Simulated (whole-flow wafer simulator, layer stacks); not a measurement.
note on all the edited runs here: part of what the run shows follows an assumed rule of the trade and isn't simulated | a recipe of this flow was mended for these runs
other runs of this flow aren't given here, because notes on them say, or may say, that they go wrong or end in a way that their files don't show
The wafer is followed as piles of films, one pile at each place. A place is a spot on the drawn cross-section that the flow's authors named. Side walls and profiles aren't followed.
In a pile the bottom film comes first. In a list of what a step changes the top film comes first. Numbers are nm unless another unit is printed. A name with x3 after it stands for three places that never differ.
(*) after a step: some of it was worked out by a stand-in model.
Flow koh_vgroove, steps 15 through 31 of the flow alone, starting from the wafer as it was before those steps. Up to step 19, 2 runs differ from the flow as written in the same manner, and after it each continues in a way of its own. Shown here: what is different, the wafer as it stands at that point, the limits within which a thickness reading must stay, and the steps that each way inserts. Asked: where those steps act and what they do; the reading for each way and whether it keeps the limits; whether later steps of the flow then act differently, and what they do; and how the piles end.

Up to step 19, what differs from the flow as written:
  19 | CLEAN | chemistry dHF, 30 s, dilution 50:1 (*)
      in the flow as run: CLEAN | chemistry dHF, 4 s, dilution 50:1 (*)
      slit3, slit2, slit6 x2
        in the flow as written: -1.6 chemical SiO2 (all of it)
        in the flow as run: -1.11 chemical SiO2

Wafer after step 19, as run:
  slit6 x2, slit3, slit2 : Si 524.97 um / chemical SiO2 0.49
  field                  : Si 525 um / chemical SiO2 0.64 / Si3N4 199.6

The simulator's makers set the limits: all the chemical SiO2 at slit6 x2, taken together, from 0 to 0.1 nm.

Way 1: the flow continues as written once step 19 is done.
  Reading after step 19: 0.49 nm, not within the limits.
  None of the later steps of the flow differs from how it acts as written, at any place that is followed, by more than 2% or 0.5 nm, whichever is larger.
  At every place that both follow, the piles at the end match the flow's.

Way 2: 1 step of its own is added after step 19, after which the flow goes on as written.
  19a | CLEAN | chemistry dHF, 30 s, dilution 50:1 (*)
      slit3, slit2, slit6 x2
        -0.49 chemical SiO2 (all of it)
      field
        -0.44 Si3N4
  Reading after step 19a: 0 nm, inside the limits.
  None of the later steps of the flow acts differently than as written at any place that is followed.
  At every place that both follow, the piles at the end match the flow's.

The limits are kept by: way 2. They are not kept by: way 1.
